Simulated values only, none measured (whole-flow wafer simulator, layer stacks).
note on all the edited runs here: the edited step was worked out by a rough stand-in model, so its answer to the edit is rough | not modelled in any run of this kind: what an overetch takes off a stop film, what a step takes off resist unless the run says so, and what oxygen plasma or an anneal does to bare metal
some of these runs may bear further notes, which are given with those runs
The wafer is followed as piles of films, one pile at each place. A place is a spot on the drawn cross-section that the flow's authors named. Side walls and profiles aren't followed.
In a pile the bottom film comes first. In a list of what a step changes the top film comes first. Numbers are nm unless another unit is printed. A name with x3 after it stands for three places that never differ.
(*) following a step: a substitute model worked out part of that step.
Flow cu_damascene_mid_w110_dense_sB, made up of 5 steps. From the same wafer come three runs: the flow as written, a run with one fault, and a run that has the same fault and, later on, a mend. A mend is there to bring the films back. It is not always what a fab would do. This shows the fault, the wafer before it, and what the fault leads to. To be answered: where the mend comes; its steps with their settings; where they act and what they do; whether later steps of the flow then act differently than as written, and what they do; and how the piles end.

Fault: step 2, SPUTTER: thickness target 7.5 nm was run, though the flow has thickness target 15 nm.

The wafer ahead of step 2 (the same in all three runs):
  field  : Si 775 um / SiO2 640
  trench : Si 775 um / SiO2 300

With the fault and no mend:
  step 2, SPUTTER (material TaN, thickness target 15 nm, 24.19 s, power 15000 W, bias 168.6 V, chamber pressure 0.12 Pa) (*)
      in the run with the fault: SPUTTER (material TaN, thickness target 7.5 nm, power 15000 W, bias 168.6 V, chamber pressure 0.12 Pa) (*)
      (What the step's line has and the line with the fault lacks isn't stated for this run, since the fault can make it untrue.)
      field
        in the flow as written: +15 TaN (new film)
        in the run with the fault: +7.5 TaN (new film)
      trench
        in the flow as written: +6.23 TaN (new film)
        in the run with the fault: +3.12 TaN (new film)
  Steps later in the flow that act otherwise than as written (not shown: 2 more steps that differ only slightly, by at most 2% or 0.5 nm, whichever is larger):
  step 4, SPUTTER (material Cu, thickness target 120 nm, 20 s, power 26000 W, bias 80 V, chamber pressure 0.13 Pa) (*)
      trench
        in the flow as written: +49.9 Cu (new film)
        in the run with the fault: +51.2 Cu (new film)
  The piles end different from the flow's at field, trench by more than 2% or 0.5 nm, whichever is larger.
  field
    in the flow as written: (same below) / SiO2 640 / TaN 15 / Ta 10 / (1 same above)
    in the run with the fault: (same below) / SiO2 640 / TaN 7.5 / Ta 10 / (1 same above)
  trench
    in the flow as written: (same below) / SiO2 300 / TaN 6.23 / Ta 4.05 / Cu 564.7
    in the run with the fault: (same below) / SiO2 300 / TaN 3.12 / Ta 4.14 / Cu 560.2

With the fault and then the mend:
  The mend follows step 2.
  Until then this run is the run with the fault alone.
  step 2a, SPUTTER (material TaN, thickness target 7.5 nm, power 15000 W, bias 168.6 V, chamber pressure 0.12 Pa) (*) (a further turn of the flow's step 2, with different settings)
      field
        +7.5 TaN
      trench
        +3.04 TaN
  Later steps of the flow that are run all act as written at every place that is followed, up to a difference of at most 2% or 0.5 nm, whichever is larger.
  The piles end only slightly different from the flow's at the places that both follow, by no more than 2% or 0.5 nm, whichever is larger.
